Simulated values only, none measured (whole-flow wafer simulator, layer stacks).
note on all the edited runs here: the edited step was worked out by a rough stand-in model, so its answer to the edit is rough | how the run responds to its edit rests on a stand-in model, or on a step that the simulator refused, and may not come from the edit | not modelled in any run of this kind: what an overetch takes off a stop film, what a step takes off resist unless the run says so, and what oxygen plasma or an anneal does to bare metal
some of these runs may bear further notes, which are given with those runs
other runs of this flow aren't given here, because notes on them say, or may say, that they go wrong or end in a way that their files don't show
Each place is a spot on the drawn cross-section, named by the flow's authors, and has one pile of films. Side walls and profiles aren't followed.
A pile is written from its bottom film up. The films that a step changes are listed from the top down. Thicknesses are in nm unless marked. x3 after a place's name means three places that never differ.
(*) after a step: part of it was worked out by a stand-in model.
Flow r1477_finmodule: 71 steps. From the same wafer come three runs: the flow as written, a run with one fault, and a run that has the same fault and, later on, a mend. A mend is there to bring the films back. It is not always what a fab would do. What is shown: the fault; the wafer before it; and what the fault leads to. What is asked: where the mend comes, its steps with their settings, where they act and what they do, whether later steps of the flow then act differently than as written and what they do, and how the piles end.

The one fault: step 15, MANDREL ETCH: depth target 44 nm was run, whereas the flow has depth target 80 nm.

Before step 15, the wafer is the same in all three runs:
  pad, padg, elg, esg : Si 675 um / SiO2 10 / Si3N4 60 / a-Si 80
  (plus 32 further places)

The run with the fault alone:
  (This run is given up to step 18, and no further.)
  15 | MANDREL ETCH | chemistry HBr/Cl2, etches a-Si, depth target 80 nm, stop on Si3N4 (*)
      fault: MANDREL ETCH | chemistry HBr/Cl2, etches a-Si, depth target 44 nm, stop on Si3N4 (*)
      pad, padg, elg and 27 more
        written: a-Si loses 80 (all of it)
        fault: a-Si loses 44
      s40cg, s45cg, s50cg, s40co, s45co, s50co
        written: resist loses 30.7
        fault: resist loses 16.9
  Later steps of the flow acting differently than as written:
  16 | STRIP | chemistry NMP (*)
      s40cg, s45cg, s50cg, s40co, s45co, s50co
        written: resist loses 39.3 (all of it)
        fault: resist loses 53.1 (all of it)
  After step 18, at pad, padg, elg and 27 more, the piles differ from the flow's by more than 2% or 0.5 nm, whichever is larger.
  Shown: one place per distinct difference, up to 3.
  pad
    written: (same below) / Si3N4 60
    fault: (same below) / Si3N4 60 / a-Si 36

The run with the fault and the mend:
  After step 15 comes the mend.
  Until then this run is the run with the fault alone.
  15a | MANDREL ETCH | chemistry HBr/Cl2, etches a-Si, depth target 36 nm, stop on Si3N4 (*) (a further turn of the flow's step 15, with different settings)
      pad, padg, elg and 27 more
        a-Si loses 36 (all of it)
      s40cg, s45cg, s50cg, s40co, s45co, s50co
        resist loses 13.8
  None of the later steps of the flow acts differently than as written at any place that is followed.
  By the end, the piles equal the flow's at every place that both follow.
